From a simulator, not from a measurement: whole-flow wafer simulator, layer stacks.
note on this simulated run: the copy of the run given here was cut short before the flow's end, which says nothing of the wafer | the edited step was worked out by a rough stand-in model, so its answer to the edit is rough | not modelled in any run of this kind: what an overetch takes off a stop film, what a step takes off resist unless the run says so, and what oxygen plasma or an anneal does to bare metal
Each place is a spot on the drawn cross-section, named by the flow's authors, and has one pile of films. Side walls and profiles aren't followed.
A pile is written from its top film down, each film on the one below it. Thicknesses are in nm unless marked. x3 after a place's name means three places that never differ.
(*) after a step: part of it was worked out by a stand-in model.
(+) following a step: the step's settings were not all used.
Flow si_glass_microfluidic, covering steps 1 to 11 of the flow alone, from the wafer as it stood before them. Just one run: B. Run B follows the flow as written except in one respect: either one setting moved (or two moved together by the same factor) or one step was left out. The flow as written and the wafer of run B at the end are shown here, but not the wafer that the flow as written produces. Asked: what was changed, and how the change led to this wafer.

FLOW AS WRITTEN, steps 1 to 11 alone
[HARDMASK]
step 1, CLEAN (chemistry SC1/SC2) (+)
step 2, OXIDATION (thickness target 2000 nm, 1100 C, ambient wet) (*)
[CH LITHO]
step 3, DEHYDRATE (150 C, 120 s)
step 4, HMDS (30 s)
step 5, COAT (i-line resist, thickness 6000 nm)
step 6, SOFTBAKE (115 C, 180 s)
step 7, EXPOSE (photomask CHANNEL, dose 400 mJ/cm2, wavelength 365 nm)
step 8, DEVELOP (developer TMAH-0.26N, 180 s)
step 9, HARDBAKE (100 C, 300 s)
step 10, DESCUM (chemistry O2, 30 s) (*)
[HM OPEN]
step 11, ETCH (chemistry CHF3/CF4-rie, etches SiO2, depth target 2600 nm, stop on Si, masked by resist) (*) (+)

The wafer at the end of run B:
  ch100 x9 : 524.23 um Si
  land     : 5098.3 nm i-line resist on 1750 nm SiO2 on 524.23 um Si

The reason: step 2, OXIDATION: thickness target 1750 nm was run, while the flow as written has thickness target 2000 nm.
One can read it off the wafer: land has SiO2 1750, and step 2 as written asks for 2000 nm.

How this came from the change, step by step:
  step 2, OXIDATION (thickness target 2000 nm, 1100 C, ambient wet) (*)
      land, ch100 x9: +1750 SiO2 (new film), -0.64 chemical SiO2 (all of it), -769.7 Si (as written it would have been: +2000 SiO2 (new film), -0.64 chemical SiO2 (all of it), -879.7 Si)
  step 11, ETCH (chemistry CHF3/CF4-rie, etches SiO2, depth target 2600 nm, stop on Si, masked by resist) (*) (+)
      ch100 x9: -1750 SiO2 (all of it) (as written it would have been: -2000 SiO2 (all of it))
